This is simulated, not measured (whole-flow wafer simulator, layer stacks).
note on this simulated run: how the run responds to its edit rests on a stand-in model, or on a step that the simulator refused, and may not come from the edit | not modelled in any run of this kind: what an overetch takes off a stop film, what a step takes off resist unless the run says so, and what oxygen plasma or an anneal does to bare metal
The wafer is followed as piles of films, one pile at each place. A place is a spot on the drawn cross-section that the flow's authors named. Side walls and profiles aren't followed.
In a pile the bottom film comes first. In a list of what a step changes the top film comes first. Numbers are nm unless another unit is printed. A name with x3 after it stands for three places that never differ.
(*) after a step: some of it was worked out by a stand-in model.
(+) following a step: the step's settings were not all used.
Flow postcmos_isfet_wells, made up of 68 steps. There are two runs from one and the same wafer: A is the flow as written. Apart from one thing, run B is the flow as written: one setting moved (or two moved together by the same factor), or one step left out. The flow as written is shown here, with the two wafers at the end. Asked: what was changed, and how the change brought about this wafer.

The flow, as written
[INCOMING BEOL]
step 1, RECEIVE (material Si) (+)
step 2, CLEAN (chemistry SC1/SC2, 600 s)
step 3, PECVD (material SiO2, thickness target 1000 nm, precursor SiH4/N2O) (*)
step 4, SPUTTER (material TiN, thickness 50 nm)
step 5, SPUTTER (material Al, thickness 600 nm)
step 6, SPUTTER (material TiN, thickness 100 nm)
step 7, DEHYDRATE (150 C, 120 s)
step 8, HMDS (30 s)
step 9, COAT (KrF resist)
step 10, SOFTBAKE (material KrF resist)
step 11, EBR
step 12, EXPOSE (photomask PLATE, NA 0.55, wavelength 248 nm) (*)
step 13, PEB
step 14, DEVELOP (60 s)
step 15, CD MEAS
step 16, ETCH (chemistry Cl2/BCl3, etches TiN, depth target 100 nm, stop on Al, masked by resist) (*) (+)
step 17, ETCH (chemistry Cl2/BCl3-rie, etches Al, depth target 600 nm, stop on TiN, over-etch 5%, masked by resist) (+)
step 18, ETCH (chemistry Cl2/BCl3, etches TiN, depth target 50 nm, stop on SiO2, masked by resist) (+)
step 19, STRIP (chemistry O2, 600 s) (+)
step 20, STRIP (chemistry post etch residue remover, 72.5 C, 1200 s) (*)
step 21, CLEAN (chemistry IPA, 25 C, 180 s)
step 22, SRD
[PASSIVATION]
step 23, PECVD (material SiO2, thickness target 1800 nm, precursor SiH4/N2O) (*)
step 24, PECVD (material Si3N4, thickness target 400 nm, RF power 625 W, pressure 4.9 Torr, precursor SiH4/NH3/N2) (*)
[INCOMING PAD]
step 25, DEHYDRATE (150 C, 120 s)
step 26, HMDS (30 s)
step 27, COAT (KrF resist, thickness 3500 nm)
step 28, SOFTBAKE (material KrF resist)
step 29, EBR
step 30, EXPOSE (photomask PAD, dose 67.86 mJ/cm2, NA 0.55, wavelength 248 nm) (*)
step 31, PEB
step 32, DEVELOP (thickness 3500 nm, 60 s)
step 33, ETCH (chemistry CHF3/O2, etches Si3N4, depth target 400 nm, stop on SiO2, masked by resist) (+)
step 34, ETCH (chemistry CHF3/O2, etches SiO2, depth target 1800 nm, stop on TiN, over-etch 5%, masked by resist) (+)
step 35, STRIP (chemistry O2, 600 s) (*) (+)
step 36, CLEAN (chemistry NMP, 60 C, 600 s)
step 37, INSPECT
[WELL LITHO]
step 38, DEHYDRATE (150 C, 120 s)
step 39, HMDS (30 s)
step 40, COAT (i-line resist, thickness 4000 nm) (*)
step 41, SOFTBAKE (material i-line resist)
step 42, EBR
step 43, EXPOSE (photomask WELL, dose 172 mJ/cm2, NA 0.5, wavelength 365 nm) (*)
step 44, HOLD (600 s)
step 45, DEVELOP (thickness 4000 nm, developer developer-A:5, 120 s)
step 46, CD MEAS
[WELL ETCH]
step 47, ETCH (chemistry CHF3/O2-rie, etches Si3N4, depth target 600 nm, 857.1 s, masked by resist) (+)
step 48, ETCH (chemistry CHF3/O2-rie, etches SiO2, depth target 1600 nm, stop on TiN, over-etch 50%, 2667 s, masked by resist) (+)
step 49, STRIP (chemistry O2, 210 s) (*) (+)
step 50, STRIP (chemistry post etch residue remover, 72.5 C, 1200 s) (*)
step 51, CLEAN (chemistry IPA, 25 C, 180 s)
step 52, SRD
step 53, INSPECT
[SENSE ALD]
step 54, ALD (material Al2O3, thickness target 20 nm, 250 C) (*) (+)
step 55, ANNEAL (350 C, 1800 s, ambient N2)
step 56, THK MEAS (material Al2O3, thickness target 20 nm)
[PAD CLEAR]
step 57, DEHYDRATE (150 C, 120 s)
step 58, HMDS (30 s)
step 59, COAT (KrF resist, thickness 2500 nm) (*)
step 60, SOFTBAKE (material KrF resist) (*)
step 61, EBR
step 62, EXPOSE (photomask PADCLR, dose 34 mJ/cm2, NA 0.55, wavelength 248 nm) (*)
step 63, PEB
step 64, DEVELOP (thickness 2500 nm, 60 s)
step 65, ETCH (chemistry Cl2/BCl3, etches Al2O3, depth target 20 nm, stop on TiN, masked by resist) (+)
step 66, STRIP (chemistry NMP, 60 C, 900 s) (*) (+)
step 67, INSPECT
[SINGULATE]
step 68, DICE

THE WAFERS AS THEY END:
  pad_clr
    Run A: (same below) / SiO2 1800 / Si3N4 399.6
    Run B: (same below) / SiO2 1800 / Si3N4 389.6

What caused this: step 27, COAT: thickness 5250 nm was run, while the flow as written has thickness 3500 nm; step 65, ETCH: depth target 30 nm was run, where the flow has depth target 20 nm.

How this came from the change, step by step:
  step 27, COAT (KrF resist, thickness 3500 nm)
      field, margin, well900, well1300 x3, pad_rim, pad_clr, pad_open: A KrF resist gains 3500 (new film) | B KrF resist gains 5250 (new film)
  step 32, DEVELOP (thickness 3500 nm, 60 s)
      pad_open: A KrF resist loses 3500 (all of it) | B KrF resist loses 5249.9 (all of it)
  step 35, STRIP (chemistry O2, 600 s) (*) (+)
      field, margin, well900, well1300 x3, pad_rim, pad_clr: A KrF resist loses 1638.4 (all of it) | B KrF resist loses 3388.4 (all of it)
  step 65, ETCH (chemistry Cl2/BCl3, etches Al2O3, depth target 20 nm, stop on TiN, masked by resist) (+)
      pad_clr: A Al2O3 loses 20 (all of it) | B Al2O3 loses 20 (all of it), Si3N4 loses 10
      field, margin, pad_rim: A KrF resist loses 25 | B KrF resist loses 37.5
